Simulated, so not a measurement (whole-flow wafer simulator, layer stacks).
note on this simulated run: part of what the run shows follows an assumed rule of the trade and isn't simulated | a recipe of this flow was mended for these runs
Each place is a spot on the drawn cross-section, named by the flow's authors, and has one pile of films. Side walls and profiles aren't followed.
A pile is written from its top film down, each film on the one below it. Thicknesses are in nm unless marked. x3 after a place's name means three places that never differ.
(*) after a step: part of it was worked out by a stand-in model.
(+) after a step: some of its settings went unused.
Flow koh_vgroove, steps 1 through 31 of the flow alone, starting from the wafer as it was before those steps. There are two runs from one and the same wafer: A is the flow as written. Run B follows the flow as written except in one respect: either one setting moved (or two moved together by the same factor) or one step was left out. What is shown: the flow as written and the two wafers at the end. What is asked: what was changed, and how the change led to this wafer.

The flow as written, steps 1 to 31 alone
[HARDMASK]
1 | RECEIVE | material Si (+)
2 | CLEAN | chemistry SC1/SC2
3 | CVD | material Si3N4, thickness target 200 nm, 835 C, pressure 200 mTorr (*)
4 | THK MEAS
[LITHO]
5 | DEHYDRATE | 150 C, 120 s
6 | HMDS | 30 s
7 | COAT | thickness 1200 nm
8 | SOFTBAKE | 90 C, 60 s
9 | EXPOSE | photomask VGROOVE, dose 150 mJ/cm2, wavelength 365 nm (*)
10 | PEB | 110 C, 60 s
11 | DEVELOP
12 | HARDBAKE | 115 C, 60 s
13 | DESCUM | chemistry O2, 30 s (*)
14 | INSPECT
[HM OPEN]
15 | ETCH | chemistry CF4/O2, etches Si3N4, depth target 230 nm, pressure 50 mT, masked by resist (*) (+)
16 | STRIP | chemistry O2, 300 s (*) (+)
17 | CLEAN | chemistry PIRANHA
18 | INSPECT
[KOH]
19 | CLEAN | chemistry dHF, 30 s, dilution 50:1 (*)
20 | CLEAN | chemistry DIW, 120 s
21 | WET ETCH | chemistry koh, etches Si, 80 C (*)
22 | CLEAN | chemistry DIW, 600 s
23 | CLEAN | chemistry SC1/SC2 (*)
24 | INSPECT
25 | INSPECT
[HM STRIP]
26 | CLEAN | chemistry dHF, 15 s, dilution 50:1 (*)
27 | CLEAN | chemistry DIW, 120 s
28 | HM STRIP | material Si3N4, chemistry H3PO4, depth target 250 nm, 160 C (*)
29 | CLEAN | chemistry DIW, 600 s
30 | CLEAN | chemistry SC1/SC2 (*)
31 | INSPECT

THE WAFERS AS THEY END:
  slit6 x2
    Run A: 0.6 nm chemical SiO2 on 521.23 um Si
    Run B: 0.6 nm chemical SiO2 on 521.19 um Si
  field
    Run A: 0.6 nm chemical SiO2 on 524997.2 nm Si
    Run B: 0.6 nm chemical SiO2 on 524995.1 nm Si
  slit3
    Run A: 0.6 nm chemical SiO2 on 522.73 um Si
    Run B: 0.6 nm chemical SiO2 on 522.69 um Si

The reason: step 3, CVD: thickness target 157 nm was run, though the flow has thickness target 200 nm.

Step by step, how the change led to this:
  3 | CVD | material Si3N4, thickness target 200 nm, 835 C, pressure 200 mTorr (*)
      field, slit3, slit2, slit6 x2: A Si3N4 gains 200 (new film) | B Si3N4 gains 157 (new film)
  15 | ETCH | chemistry CF4/O2, etches Si3N4, depth target 230 nm, pressure 50 mT, masked by resist (*) (+)
      slit3, slit2, slit6 x2: A Si3N4 loses 200 (all of it), chemical SiO2 loses 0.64 (all of it), Si loses 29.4 | B Si3N4 loses 157 (all of it), chemical SiO2 loses 0.64 (all of it), Si loses 72.4
  28 | HM STRIP | material Si3N4, chemistry H3PO4, depth target 250 nm, 160 C (*)
      field: A Si3N4 loses 198.7 (all of it), chemical SiO2 loses 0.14, Si loses 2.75 | B Si3N4 loses 155.7 (all of it), chemical SiO2 loses 0.14, Si loses 4.9
